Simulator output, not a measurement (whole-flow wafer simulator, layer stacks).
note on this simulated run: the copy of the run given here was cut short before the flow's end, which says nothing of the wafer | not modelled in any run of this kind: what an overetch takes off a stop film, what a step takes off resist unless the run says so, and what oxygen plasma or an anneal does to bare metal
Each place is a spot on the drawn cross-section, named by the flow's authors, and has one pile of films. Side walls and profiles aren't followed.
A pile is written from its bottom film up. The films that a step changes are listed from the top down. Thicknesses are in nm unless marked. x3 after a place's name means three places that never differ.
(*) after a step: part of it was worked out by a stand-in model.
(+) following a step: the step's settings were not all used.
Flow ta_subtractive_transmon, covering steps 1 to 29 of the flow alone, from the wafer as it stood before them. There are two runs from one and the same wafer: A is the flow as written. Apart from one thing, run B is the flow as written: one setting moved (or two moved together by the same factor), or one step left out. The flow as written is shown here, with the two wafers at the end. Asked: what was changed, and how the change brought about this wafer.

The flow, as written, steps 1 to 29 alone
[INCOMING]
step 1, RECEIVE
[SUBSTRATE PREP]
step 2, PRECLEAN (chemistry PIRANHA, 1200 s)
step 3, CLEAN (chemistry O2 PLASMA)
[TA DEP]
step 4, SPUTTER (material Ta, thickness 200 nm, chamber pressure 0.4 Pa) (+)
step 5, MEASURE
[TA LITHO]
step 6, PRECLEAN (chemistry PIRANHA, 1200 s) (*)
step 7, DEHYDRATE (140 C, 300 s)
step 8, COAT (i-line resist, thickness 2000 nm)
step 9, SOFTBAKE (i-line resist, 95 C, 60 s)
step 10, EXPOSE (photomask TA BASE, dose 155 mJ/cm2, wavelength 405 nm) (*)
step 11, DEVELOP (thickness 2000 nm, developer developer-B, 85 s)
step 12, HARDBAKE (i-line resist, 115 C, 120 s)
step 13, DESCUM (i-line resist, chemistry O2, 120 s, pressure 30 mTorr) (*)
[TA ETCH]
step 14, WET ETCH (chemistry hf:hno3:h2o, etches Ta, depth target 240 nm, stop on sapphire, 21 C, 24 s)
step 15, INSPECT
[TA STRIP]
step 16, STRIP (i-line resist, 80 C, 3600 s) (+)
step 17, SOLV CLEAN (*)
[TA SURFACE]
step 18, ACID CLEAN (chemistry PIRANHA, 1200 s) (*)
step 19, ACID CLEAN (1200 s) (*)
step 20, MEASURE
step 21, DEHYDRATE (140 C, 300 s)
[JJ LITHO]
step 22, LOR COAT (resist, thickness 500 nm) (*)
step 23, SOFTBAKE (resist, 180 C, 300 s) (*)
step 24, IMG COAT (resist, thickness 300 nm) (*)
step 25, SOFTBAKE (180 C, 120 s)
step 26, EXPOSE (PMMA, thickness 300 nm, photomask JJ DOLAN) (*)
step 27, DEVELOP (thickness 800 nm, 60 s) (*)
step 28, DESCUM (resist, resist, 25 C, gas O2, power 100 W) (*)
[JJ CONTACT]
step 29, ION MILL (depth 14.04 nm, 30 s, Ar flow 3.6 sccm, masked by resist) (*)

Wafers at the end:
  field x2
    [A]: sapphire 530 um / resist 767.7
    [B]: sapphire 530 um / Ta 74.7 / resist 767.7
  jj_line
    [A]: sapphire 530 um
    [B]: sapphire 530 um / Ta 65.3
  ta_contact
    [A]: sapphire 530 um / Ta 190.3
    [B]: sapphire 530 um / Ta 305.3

What caused this: step 4, SPUTTER: thickness 315 nm was run, though the flow has thickness 200 nm.

The path from the change to this, step by step:
  step 4, SPUTTER (material Ta, thickness 200 nm, chamber pressure 0.4 Pa) (+)
      field x2, jj_line, lead, ta_contact, ta_pad: A Ta gains 200 (new film) | B Ta gains 315 (new film)
  step 14, WET ETCH (chemistry hf:hno3:h2o, etches Ta, depth target 240 nm, stop on sapphire, 21 C, 24 s)
      field x2, jj_line, lead: A Ta loses 200 (all of it) | B Ta loses 240
  step 22, LOR COAT (resist, thickness 500 nm) (*)
      ta_contact: A resist gains 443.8 (new film) | B resist gains 433.7 (new film)
  step 29, ION MILL (depth 14.04 nm, 30 s, Ar flow 3.6 sccm, masked by resist) (*)
      jj_line, lead: A sapphire loses 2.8 | B Ta loses 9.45
If metal films that touch count as one body, field x2 has 1 body; the flow as written gives 0 bodies.
If metal films that touch count as one body, jj_line has 1 body; the flow as written gives 0 bodies.
